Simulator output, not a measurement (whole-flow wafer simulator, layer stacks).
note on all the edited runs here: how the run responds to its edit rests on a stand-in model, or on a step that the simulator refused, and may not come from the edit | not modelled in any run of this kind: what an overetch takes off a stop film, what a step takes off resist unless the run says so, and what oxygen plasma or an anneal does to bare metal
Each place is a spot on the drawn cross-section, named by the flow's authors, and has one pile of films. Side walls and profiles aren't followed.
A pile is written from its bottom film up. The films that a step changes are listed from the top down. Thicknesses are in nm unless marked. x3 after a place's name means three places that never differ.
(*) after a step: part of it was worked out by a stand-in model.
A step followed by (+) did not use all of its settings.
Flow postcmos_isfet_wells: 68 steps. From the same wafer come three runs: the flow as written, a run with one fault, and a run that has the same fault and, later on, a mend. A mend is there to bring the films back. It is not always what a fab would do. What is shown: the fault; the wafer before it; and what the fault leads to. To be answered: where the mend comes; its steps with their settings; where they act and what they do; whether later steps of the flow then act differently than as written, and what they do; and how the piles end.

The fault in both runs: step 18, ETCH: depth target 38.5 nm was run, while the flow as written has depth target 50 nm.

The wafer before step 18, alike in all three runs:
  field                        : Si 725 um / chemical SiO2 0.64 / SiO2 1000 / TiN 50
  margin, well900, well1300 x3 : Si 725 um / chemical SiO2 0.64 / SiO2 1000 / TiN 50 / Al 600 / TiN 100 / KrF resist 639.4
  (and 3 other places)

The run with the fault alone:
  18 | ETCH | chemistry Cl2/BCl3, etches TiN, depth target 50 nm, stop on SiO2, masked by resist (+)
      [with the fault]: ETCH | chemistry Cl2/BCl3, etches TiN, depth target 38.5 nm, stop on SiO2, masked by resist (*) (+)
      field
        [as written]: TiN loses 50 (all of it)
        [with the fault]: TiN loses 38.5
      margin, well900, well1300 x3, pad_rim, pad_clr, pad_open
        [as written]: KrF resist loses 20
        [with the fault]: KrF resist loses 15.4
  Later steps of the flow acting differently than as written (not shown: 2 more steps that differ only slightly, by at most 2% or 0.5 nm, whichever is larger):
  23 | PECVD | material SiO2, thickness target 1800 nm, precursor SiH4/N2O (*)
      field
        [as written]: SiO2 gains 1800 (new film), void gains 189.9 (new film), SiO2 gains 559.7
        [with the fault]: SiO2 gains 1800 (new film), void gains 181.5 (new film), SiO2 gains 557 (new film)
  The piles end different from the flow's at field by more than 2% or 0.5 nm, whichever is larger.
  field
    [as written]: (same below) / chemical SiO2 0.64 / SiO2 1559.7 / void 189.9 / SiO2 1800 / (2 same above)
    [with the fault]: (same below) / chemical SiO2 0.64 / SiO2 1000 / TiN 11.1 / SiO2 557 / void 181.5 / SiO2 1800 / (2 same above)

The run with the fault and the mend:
  After step 18 comes the mend.
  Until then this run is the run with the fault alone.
  18a | ETCH | chemistry Cl2/BCl3, etches TiN, depth target 11.5 nm, stop on SiO2, masked by resist (the flow's step 18 again, with other settings)
      margin, well900, well1300 x3, pad_rim, pad_clr, pad_open
        KrF resist loses 4.6
      field
        TiN loses 11.5 (all of it)
  None of the later steps of the flow acts differently than as written at any place that is followed.
  The piles end the same as the flow's at every place that both follow.
